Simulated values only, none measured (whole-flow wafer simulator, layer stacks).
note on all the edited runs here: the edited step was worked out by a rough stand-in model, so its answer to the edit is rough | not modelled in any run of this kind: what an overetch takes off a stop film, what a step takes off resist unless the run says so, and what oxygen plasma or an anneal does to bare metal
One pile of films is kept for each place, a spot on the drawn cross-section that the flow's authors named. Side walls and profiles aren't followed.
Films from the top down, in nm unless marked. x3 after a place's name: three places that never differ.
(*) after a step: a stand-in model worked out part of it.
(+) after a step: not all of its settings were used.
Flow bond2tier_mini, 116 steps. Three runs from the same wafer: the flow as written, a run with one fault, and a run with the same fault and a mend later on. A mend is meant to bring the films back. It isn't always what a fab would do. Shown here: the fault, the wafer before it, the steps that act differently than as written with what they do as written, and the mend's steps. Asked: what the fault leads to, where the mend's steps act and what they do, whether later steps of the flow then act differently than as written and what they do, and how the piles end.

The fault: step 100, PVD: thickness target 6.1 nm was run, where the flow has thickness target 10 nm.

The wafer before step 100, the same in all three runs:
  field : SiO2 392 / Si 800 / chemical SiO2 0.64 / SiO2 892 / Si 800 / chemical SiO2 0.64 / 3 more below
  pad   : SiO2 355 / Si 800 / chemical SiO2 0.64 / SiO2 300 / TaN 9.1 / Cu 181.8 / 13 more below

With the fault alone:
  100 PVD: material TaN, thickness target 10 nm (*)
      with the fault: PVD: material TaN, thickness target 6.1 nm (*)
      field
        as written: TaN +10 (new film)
        with the fault: TaN +6.1 (new film)
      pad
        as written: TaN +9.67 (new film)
        with the fault: TaN +5.9 (new film)
  Later steps of the flow that act differently than as written (1 more step differs only slightly, by at most 2% or 0.5 nm, whichever is larger, and isn't shown):
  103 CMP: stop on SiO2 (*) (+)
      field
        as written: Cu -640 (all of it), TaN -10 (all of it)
        with the fault: Cu -640 (all of it), TaN -6.1 (all of it)
  At the end the piles differ from the flow's by more than 2% or 0.5 nm, whichever is larger, at pad.
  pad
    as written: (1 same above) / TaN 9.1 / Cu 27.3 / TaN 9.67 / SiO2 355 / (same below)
    with the fault: (1 same above) / TaN 9.1 / Cu 31.1 / TaN 5.9 / SiO2 355 / (same below)

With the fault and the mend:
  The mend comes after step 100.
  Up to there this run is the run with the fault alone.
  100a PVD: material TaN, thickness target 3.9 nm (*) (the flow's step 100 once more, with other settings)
      field
        TaN +3.9
      pad
        TaN +3.77
  No later step of the flow acts differently than as written at any place that is followed.
  At the end the piles are the same as the flow's at every place that both follow.
